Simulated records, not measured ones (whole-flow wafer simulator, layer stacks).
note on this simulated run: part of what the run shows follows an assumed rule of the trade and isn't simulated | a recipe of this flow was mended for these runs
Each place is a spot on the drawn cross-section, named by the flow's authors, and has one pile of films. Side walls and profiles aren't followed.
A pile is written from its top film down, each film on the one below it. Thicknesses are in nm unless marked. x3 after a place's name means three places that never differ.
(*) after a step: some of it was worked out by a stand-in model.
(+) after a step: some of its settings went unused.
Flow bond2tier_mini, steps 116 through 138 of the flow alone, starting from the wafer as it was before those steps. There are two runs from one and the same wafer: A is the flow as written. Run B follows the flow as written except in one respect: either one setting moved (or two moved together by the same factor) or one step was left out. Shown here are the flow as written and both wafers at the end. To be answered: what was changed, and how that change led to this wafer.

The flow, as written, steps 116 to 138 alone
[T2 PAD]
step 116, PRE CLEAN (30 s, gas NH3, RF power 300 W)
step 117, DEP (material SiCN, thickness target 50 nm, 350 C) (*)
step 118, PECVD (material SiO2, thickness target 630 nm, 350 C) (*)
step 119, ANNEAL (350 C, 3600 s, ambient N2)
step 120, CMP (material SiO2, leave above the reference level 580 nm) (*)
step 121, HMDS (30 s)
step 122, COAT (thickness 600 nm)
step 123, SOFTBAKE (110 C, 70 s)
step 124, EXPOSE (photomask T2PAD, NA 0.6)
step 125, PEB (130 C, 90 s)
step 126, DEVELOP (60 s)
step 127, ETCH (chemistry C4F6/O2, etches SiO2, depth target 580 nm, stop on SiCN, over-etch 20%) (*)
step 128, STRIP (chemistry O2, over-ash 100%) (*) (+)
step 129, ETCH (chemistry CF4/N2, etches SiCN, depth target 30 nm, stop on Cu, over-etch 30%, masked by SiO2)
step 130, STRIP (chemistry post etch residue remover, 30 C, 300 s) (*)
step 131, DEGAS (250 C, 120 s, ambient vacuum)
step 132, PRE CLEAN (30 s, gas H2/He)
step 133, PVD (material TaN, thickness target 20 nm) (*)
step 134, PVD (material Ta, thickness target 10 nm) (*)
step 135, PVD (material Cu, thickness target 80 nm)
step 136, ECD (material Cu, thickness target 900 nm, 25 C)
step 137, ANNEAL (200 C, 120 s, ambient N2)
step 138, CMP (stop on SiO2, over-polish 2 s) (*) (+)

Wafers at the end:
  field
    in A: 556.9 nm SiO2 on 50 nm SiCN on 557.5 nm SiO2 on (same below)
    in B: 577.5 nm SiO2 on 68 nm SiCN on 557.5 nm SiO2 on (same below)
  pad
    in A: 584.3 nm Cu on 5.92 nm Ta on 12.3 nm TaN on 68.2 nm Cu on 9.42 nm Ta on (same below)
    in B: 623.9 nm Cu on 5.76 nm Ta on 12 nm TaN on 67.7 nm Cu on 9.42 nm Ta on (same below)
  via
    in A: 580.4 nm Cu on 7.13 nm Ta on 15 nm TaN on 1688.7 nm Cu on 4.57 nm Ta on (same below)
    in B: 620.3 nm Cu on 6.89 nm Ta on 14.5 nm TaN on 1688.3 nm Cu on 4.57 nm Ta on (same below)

Cause: step 117, DEP: thickness target 68 nm was run, though the flow has thickness target 50 nm; step 127, ETCH: depth target 788.8 nm was run, where the flow has depth target 580 nm.
The wafer itself shows it: field has SiCN 68, and step 117 as written asks for 50 nm.

Step by step, how the change led to this:
  step 117, DEP (material SiCN, thickness target 50 nm, 350 C) (*)
      field, pad, via: A SiCN gains 50 (new film) | B SiCN gains 68 (new film)
  step 127, ETCH (chemistry C4F6/O2, etches SiO2, depth target 580 nm, stop on SiCN, over-etch 20%) (*)
      pad, via: A SiO2 loses 580 (all of it), SiCN loses 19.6 | B SiO2 loses 580 (all of it), SiCN loses 61.8
      field: A thick-KrF-resist loses 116 | B thick-KrF-resist loses 157.8
  step 128, STRIP (chemistry O2, over-ash 100%) (*) (+)
      field: A thick-KrF-resist loses 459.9 (all of it) | B thick-KrF-resist loses 418.2 (all of it)
  step 129, ETCH (chemistry CF4/N2, etches SiCN, depth target 30 nm, stop on Cu, over-etch 30%, masked by SiO2)
      pad, via: A SiCN loses 30.4 (all of it), Cu loses 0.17 | B SiCN loses 6.19 (all of it), Cu loses 0.66
      field: A SiO2 loses 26 | B SiO2 loses 5.36
  step 135, PVD (material Cu, thickness target 80 nm)
      pad: A Cu gains 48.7 (new film) | B Cu gains 47.4 (new film)
      via: A Cu gains 59.4 (new film) | B Cu gains 57.5 (new film)
  step 136, ECD (material Cu, thickness target 900 nm, 25 C)
      pad: A Cu gains 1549 | B Cu gains 1589.8
      via: A Cu gains 1534.4 | B Cu gains 1576.1
